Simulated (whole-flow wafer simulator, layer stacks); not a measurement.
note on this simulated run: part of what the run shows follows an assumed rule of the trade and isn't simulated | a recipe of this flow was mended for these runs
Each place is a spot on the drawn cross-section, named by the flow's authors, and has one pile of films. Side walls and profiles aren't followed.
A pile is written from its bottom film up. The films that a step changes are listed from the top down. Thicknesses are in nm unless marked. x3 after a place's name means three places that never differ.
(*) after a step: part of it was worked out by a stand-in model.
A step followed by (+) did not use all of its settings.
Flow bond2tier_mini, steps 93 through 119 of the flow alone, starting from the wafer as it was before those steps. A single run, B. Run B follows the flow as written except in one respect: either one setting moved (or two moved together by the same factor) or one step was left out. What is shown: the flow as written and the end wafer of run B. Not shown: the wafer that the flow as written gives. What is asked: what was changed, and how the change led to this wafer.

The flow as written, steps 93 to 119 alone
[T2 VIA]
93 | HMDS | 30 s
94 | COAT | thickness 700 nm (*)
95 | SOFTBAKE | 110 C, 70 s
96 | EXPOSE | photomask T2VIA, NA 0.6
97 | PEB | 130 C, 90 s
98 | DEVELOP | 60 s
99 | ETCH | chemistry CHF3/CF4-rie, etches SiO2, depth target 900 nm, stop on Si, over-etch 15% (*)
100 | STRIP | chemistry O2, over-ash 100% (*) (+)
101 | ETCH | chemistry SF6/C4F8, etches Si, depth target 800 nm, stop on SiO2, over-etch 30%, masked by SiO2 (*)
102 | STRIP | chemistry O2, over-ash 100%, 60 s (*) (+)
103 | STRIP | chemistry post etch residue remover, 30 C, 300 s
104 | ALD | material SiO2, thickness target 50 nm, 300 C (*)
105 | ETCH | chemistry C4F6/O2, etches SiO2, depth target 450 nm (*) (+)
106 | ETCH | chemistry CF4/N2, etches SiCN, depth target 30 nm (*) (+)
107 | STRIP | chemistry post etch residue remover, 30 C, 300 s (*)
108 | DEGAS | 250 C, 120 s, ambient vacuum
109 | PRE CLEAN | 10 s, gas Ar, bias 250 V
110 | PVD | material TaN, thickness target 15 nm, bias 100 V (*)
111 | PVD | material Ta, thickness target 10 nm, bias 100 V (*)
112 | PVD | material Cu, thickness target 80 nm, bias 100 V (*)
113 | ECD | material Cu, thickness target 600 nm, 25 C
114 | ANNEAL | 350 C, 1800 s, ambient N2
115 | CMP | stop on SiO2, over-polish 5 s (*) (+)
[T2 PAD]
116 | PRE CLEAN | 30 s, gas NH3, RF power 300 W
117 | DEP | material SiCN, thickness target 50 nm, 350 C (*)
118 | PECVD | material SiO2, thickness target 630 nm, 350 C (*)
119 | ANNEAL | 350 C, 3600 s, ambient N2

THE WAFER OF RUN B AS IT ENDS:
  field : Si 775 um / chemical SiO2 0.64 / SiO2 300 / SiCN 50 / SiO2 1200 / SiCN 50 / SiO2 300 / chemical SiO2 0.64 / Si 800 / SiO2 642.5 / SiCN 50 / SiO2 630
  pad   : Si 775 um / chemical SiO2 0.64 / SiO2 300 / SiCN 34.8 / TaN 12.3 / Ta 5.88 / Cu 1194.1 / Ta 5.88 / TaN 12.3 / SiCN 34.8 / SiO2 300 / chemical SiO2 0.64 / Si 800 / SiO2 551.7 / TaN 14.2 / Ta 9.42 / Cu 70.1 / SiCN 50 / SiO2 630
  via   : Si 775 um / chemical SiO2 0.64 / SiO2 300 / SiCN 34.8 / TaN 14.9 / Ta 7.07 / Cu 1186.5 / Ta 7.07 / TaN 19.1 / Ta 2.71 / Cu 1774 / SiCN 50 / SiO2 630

What caused this: step 104, ALD: thickness target 135 nm was run, though the flow has thickness target 50 nm.

The path from the change to this, step by step:
  104 | ALD | material SiO2, thickness target 50 nm, 300 C (*)
      field, pad, via: SiO2 gains 135 (as written it would have been: SiO2 gains 50)
  105 | ETCH | chemistry C4F6/O2, etches SiO2, depth target 450 nm (*) (+)
      via: SiO2 loses 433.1 (all of it), SiCN loses 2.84 (as written it would have been: SiO2 loses 348.1 (all of it), SiCN loses 17.2)
  106 | ETCH | chemistry CF4/N2, etches SiCN, depth target 30 nm (*) (+)
      via: SiCN loses 30 (as written it would have been: SiCN loses 17.6 (all of it), TaN loses 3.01)
  109 | PRE CLEAN | 10 s, gas Ar, bias 250 V
      via: SiCN loses 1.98 (all of it) (as written it would have been: TaN loses 3.19)
  110 | PVD | material TaN, thickness target 15 nm, bias 100 V (*)
      via: TaN gains 4.21 (as written it would have been: TaN gains 6.94)
  111 | PVD | material Ta, thickness target 10 nm, bias 100 V (*)
      via: Ta gains 2.71 (new film) (as written it would have been: Ta gains 4.57 (new film))
  112 | PVD | material Cu, thickness target 80 nm, bias 100 V (*)
      via: Cu gains 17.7 (new film) (as written it would have been: Cu gains 35 (new film))
  113 | ECD | material Cu, thickness target 600 nm, 25 C
      via: Cu gains 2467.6 (as written it would have been: Cu gains 2367)
